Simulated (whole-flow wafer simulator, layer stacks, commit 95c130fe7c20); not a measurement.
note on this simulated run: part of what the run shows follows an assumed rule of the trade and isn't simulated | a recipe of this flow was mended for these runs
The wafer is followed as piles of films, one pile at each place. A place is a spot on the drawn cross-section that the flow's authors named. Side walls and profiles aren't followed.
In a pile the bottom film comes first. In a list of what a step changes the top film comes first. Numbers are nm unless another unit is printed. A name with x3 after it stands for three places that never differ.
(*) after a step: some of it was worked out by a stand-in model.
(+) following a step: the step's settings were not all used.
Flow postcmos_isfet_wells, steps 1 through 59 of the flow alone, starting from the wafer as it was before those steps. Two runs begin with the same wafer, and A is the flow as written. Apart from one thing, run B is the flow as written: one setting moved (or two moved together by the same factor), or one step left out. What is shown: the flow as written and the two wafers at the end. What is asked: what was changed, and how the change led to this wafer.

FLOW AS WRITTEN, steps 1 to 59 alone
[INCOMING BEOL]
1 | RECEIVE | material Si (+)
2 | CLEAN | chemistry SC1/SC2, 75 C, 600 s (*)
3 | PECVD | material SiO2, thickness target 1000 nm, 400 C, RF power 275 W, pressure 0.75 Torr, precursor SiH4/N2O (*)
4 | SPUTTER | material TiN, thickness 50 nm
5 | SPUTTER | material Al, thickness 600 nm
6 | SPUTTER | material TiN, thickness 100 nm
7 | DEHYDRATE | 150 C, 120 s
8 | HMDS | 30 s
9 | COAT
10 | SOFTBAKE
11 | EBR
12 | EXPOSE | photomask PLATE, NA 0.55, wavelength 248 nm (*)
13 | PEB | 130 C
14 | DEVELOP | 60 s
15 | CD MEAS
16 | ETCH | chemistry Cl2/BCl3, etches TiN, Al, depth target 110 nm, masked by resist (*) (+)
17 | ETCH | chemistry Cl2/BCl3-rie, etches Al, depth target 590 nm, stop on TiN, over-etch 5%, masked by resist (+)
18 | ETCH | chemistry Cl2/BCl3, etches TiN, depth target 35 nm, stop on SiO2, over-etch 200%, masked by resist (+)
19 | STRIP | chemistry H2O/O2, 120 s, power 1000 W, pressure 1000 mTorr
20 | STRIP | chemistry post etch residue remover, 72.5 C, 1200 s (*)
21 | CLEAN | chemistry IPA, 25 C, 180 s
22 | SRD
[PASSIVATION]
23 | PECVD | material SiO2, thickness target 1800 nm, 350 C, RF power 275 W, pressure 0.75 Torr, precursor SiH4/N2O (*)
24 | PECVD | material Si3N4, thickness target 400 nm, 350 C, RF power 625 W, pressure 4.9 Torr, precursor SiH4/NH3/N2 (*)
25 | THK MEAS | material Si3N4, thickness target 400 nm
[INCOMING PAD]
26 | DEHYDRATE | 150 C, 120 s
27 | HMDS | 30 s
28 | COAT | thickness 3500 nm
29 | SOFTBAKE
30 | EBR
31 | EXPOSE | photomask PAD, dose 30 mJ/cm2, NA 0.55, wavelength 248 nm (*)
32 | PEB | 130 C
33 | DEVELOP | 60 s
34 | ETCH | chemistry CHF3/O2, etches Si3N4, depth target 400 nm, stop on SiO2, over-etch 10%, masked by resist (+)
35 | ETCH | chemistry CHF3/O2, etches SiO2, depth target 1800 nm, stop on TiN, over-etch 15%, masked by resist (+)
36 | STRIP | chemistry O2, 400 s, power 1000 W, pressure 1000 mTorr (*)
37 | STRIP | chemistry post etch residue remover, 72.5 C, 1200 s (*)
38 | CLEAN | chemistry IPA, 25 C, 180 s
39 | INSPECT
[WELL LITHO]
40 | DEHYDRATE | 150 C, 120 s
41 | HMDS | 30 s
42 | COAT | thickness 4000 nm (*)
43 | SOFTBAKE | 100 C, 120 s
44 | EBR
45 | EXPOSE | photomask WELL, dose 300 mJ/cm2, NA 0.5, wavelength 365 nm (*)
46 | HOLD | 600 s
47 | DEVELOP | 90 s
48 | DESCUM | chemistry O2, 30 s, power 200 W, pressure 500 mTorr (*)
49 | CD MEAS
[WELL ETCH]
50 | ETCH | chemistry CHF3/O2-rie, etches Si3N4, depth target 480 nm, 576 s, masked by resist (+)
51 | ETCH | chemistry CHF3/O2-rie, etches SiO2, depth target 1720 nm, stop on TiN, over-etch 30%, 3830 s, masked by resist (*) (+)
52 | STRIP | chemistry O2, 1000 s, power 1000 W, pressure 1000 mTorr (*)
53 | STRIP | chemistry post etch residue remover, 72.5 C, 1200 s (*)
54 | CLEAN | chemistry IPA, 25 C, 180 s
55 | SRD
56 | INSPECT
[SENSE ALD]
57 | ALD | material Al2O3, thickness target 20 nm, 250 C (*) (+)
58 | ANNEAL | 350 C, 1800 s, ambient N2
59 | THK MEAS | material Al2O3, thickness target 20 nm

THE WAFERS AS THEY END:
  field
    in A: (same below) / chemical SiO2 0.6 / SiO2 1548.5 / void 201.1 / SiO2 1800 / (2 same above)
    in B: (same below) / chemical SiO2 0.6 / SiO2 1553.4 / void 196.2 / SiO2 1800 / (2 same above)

Cause: step 17, ETCH: depth target 531 nm was run, though the flow has depth target 590 nm.

How this came from the change, step by step:
  17 | ETCH | chemistry Cl2/BCl3-rie, etches Al, depth target 590 nm, stop on TiN, over-etch 5%, masked by resist (+)
      field: A -590 Al (all of it), -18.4 TiN | B -557.5 Al
      margin x2, well900 x4, pad_clr, pad_open: A -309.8 thick-KrF-resist | B -278.8 thick-KrF-resist
  18 | ETCH | chemistry Cl2/BCl3, etches TiN, depth target 35 nm, stop on SiO2, over-etch 200%, masked by resist (+)
      field: A -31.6 TiN (all of it), -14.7 SiO2 | B -32.5 Al (all of it), -50 TiN (all of it), -8.27 SiO2
      margin x2, well900 x4, pad_clr, pad_open: A -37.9 thick-KrF-resist | B -42 thick-KrF-resist
  19 | STRIP | chemistry H2O/O2, 120 s, power 1000 W, pressure 1000 mTorr
      margin x2, well900 x4, pad_clr, pad_open: A -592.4 thick-KrF-resist (all of it) | B -619.2 thick-KrF-resist (all of it)
  23 | PECVD | material SiO2, thickness target 1800 nm, 350 C, RF power 275 W, pressure 0.75 Torr, precursor SiH4/N2O (*)
      field: A +1800 SiO2 (new film), +201.1 void (new film), +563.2 SiO2 | B +1800 SiO2 (new film), +196.2 void (new film), +561.7 SiO2
